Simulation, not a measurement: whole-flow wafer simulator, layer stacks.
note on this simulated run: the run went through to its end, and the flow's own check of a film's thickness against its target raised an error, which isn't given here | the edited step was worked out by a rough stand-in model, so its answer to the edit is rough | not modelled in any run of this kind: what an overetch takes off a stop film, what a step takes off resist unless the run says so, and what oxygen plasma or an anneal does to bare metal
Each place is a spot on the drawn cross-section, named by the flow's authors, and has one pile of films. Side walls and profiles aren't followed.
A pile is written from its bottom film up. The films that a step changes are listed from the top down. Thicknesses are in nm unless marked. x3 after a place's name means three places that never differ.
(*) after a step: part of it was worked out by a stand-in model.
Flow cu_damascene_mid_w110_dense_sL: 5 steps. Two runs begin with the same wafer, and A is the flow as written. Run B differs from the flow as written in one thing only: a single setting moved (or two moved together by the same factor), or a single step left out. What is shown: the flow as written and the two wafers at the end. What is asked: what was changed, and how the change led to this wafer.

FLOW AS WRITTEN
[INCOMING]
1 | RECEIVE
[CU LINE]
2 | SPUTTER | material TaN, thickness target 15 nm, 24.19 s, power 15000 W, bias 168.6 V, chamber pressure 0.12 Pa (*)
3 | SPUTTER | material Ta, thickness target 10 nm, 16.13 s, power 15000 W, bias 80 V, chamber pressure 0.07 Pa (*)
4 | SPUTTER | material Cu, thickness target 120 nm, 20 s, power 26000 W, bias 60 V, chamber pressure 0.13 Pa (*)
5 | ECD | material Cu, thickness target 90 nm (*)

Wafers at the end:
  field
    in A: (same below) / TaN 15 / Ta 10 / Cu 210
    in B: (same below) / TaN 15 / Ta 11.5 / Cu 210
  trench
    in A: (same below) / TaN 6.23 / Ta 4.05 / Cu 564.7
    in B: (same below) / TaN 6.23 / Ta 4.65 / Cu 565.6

The reason: step 3, SPUTTER: thickness target 11.5 nm was run, whereas the flow has thickness target 10 nm; step 3, SPUTTER: 18.55 s was run, where the flow has 16.13 s.
One can read it off the wafer: field has Ta 11.5, and step 3 as written asks for 10 nm.

Step by step, how the change led to this:
  3 | SPUTTER | material Ta, thickness target 10 nm, 16.13 s, power 15000 W, bias 80 V, chamber pressure 0.07 Pa (*)
      field: A +10 Ta (new film) | B +11.5 Ta (new film)
      trench: A +4.05 Ta (new film) | B +4.65 Ta (new film)
